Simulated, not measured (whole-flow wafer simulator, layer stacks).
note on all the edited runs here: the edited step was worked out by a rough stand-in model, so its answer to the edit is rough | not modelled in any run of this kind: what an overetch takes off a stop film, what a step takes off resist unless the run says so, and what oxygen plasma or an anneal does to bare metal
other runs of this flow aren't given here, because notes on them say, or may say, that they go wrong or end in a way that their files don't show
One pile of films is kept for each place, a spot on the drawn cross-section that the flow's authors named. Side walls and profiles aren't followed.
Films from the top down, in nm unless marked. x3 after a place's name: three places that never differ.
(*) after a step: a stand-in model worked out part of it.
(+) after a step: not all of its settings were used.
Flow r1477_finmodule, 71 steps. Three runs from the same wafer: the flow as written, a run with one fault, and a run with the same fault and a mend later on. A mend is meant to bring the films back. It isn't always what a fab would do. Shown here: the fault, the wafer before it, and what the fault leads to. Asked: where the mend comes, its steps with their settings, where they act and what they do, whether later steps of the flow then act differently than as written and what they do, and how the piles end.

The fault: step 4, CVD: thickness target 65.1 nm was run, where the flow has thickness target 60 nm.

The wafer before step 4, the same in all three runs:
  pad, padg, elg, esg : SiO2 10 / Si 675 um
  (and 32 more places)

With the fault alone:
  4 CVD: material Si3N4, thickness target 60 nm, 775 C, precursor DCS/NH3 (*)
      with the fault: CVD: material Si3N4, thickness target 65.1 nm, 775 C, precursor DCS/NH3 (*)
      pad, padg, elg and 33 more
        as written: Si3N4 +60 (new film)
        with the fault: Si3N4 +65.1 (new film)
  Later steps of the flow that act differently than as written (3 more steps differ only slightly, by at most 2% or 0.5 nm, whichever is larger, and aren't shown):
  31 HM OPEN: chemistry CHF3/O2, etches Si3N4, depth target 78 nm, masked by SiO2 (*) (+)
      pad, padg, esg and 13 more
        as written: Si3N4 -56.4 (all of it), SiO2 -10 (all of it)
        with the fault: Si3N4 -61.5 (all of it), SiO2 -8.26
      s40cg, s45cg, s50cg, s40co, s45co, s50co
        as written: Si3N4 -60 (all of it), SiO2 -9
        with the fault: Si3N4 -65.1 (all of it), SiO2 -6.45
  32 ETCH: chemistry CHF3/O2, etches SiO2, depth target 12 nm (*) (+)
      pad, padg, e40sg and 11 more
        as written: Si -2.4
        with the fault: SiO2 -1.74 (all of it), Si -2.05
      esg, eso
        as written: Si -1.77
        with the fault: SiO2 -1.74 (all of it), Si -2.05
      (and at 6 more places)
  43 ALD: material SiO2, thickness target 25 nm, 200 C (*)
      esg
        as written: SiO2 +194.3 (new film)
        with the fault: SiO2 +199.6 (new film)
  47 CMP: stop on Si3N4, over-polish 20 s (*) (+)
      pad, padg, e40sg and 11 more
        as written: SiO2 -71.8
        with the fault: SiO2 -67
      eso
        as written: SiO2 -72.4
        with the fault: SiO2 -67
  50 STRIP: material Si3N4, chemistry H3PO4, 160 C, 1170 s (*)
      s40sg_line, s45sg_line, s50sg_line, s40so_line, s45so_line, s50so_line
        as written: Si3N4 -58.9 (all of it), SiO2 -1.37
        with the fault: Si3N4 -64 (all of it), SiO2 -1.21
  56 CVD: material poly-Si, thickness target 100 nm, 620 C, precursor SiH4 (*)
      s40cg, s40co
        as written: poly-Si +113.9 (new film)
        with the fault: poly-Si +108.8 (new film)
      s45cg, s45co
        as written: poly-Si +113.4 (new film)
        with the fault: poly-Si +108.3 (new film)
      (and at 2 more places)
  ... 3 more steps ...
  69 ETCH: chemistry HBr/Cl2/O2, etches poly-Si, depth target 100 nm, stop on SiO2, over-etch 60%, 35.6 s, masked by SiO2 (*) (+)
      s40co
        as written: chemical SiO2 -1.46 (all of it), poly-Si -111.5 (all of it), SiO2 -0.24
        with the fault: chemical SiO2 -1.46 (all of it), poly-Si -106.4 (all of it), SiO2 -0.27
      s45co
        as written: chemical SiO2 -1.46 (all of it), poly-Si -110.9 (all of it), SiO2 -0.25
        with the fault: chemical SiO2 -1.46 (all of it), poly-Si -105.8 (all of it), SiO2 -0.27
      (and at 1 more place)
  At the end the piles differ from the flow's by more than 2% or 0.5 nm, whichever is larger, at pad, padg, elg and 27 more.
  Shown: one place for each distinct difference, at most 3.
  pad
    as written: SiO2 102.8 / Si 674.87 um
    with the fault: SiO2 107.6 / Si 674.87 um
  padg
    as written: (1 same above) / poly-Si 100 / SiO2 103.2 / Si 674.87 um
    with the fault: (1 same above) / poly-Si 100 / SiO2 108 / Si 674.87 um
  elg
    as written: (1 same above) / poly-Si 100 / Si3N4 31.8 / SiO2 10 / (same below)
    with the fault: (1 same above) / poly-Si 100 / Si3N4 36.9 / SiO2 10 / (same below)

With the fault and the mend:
  The mend comes after step 5.
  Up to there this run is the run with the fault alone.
  5a ETCH: chemistry h3po4, depth target 74.86 nm
      pad, padg, elg and 33 more
        Si3N4 -65.1 (all of it)
  5b CLEAN: chemistry SC1/SC2 (the flow's step 2 once more)
      changes no film at any place that is followed
  5c CVD: material Si3N4, thickness target 60 nm, 775 C, precursor DCS/NH3 (*) (the flow's step 4 once more)
      pad, padg, elg and 33 more
        Si3N4 +60 (new film)
  No later step of the flow acts differently than as written at any place that is followed.
  At the end the piles are the same as the flow's at every place that both follow.
